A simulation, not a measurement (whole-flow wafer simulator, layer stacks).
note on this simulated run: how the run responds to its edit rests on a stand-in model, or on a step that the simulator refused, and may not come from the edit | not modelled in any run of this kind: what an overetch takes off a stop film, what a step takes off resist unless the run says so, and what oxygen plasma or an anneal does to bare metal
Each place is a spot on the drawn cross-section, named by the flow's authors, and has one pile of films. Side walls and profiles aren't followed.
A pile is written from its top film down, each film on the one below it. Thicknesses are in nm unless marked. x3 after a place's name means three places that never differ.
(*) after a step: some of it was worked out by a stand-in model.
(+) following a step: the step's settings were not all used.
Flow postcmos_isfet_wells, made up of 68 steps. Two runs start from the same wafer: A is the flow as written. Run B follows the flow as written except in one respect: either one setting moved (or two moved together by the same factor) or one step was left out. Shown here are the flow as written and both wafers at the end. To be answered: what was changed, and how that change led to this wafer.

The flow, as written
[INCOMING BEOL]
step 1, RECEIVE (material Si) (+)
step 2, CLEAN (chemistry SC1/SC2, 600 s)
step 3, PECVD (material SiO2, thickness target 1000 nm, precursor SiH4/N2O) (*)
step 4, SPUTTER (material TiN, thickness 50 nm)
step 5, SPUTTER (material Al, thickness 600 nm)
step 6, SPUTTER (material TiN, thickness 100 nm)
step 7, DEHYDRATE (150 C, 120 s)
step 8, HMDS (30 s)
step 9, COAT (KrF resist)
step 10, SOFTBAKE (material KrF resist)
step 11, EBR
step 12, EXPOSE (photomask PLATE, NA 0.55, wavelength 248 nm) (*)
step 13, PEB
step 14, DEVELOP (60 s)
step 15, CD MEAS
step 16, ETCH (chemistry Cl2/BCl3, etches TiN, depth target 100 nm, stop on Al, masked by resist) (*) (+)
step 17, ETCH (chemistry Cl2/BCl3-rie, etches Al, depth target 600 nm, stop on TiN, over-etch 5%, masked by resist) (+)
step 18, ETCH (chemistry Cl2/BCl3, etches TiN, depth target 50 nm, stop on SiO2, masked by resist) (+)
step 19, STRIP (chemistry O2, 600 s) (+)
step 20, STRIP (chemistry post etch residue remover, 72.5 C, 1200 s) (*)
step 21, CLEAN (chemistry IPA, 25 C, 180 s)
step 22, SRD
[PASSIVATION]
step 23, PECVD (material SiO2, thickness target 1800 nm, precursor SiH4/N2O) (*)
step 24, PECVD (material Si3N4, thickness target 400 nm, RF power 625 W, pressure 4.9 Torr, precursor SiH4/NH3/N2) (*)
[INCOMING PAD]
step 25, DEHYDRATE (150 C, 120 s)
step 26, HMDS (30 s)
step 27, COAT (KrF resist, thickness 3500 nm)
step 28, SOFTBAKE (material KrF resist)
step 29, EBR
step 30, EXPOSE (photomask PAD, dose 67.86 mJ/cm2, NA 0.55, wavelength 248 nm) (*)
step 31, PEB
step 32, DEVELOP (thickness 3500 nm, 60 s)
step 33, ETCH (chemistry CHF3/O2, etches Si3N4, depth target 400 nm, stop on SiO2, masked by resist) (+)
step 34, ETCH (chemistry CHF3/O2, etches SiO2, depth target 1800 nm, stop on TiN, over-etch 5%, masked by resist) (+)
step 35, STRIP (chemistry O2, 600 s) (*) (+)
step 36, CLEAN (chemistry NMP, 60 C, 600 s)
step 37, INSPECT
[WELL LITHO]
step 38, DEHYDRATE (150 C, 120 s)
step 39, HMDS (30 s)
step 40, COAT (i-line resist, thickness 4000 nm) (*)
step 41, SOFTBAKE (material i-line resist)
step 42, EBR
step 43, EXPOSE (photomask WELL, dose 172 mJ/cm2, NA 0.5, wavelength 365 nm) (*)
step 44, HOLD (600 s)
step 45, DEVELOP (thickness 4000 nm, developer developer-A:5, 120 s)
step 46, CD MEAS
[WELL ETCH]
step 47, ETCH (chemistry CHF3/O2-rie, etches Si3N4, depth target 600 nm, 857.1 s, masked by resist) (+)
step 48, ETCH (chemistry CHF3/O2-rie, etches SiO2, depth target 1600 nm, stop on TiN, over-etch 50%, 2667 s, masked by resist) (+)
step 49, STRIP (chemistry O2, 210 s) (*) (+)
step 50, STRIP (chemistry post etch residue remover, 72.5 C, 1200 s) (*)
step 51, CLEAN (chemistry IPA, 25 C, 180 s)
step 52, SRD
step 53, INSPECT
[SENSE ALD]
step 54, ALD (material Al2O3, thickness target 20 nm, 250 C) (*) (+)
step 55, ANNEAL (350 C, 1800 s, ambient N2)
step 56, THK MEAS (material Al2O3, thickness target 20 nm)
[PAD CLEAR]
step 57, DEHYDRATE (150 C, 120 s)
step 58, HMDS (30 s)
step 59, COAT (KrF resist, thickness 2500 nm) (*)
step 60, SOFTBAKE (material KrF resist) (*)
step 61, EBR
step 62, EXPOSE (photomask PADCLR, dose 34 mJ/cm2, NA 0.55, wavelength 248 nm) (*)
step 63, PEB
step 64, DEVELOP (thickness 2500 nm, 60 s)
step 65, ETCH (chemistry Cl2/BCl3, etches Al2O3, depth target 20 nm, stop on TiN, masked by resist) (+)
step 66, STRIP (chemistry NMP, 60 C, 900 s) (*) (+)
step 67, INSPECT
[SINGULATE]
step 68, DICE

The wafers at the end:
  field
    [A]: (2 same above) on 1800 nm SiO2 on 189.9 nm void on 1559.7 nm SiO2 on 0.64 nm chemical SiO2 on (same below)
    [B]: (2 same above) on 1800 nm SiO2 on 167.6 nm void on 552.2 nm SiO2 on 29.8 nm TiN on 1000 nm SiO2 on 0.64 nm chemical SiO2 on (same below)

Cause: step 17, ETCH: depth target 540 nm was run, though the flow has depth target 600 nm; step 18, ETCH: depth target 45 nm was run, where the flow has depth target 50 nm.

The path from the change to this, step by step:
  step 17, ETCH (chemistry Cl2/BCl3-rie, etches Al, depth target 600 nm, stop on TiN, over-etch 5%, masked by resist) (+)
      field: A Al loses 600 (all of it) | B Al loses 540
      margin, well900, well1300, well2000, well3000, pad_rim, pad_clr, pad_open: A KrF resist loses 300 | B KrF resist loses 270
  step 18, ETCH (chemistry Cl2/BCl3, etches TiN, depth target 50 nm, stop on SiO2, masked by resist) (+)
      field: A TiN loses 50 (all of it) | B Al loses 60 (all of it), TiN loses 19.8
      margin, well900, well1300, well2000, well3000, pad_rim, pad_clr, pad_open: A KrF resist loses 20 | B KrF resist loses 18
  step 19, STRIP (chemistry O2, 600 s) (+)
      margin, well900, well1300, well2000, well3000, pad_rim, pad_clr, pad_open: A KrF resist loses 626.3 (all of it) | B KrF resist loses 658.3 (all of it)
  step 23, PECVD (material SiO2, thickness target 1800 nm, precursor SiH4/N2O) (*)
      field: A SiO2 gains 1800 (new film), void gains 189.9 (new film), SiO2 gains 559.7 | B SiO2 gains 1800 (new film), void gains 167.6 (new film), SiO2 gains 552.2 (new film)
If metal films that touch count as one body, field has 1 body; the flow as written gives 0 bodies.
